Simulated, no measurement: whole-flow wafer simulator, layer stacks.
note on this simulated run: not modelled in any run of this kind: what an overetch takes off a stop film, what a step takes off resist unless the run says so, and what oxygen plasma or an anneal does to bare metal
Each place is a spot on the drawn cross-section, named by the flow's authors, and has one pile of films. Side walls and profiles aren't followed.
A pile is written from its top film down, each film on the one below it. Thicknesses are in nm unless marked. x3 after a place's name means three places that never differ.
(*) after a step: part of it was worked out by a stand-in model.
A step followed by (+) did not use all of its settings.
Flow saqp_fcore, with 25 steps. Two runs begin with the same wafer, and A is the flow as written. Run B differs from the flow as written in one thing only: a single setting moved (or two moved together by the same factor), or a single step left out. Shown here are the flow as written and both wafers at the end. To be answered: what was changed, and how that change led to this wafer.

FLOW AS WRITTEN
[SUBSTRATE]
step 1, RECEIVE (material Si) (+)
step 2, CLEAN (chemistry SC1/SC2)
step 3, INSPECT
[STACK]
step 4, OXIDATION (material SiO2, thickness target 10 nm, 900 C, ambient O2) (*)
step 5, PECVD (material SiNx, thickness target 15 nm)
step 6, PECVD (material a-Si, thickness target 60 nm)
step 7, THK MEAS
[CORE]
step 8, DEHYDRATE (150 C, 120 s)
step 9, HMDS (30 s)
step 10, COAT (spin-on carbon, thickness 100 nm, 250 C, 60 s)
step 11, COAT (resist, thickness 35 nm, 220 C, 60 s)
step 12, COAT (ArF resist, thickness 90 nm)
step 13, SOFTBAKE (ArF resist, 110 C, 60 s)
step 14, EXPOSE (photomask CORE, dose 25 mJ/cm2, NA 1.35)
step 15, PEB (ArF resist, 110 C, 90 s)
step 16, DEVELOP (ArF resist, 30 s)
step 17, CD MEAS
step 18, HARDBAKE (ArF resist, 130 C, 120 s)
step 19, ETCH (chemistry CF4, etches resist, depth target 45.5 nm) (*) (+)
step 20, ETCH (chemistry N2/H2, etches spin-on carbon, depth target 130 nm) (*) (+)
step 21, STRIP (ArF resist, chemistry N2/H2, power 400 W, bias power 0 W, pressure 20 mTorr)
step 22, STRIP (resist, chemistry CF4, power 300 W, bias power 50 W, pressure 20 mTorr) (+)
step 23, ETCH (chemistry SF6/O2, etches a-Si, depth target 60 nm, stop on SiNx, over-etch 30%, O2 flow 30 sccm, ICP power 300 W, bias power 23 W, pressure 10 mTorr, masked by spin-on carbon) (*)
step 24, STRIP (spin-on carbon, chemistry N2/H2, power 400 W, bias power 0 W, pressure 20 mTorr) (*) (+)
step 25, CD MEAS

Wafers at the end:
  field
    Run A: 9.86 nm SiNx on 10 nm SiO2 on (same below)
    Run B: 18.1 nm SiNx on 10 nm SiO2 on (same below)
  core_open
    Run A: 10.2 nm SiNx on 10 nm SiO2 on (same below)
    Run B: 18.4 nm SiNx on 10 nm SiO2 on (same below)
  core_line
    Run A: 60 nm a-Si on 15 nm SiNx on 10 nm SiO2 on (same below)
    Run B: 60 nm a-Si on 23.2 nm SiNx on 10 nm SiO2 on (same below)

Cause: step 5, PECVD: thickness target 23.2 nm was run, whereas the flow has thickness target 15 nm.
The wafer itself shows it: core_line has SiNx 23.2, and step 5 as written asks for 15 nm.

How this came from the change, step by step:
  step 5, PECVD (material SiNx, thickness target 15 nm)
      field, core_open, core_line: A SiNx gains 15 (new film) | B SiNx gains 23.2 (new film)
